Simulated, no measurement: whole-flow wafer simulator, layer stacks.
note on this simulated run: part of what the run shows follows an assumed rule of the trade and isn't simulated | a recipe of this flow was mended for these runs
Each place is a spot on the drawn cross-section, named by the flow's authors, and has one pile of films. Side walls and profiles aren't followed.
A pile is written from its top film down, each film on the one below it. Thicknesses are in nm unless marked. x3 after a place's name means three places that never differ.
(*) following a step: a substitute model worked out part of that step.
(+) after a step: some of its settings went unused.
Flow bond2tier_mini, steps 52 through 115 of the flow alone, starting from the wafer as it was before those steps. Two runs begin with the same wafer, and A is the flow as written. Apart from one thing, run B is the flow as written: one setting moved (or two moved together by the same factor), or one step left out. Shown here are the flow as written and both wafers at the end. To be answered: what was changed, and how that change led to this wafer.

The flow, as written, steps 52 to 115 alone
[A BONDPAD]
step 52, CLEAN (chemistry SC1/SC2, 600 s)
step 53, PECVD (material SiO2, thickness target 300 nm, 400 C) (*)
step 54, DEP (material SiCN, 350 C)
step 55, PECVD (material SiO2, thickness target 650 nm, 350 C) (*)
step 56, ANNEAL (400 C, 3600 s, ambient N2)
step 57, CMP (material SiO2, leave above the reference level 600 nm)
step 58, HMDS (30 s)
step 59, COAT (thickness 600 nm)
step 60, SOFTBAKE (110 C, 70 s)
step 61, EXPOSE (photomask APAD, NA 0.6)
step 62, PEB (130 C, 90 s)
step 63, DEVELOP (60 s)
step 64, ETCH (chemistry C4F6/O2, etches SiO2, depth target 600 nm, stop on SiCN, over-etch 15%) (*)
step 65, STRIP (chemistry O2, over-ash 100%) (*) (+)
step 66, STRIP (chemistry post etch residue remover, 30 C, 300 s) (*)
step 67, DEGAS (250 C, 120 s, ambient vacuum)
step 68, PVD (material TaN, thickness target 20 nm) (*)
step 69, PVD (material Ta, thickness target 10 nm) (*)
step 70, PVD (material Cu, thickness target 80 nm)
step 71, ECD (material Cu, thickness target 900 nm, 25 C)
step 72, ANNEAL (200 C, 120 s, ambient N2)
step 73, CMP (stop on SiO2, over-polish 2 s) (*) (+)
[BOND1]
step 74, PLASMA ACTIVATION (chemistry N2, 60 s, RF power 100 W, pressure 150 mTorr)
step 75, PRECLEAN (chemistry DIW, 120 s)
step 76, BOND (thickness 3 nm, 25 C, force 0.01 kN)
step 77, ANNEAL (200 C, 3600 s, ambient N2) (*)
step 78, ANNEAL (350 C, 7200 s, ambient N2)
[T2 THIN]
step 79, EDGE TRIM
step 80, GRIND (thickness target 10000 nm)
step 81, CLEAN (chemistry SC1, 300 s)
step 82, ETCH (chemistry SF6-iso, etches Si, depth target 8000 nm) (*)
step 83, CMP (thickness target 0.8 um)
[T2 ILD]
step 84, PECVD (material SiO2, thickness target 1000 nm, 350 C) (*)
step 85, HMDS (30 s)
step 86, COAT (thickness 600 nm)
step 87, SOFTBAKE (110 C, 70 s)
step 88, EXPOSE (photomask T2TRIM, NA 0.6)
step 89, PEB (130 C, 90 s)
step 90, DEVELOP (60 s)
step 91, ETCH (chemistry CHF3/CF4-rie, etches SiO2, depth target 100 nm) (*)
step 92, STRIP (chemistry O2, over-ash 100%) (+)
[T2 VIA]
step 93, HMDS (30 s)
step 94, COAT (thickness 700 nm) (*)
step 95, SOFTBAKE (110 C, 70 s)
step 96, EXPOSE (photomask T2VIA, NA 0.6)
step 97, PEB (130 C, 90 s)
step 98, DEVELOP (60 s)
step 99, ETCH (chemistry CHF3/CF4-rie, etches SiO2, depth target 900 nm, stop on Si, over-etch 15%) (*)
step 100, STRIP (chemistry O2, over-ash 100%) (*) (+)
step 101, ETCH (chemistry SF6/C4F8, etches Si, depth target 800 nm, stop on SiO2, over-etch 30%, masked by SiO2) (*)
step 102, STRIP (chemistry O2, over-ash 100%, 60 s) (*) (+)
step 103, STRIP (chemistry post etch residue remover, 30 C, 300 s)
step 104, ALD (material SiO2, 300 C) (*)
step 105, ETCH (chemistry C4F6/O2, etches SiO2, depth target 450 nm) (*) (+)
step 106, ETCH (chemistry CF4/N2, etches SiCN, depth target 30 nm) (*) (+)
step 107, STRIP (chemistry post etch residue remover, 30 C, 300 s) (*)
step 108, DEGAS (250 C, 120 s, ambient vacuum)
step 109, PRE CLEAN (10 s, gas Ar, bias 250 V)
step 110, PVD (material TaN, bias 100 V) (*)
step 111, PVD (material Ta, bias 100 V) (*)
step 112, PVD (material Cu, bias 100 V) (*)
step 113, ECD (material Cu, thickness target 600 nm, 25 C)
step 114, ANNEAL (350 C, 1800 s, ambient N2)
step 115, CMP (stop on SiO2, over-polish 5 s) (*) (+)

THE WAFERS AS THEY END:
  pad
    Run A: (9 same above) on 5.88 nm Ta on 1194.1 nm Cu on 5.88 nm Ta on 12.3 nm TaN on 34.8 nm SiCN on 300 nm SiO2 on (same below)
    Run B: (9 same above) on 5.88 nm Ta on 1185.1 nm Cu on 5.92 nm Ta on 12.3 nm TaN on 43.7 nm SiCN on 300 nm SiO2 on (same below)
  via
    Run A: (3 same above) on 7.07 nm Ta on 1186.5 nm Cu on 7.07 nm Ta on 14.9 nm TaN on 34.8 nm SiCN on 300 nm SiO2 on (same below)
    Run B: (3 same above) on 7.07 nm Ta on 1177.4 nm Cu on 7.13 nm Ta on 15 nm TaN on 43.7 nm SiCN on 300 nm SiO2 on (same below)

Cause: step 64, ETCH: depth target 554.2 nm was run, whereas the flow has depth target 600 nm.

Step by step, how the change led to this:
  step 64, ETCH (chemistry C4F6/O2, etches SiO2, depth target 600 nm, stop on SiCN, over-etch 15%) (*)
      pad, via: A -600 SiO2 (all of it), -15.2 SiCN | B -600 SiO2 (all of it), -6.3 SiCN
      field: A -115 thick-KrF-resist | B -106.2 thick-KrF-resist
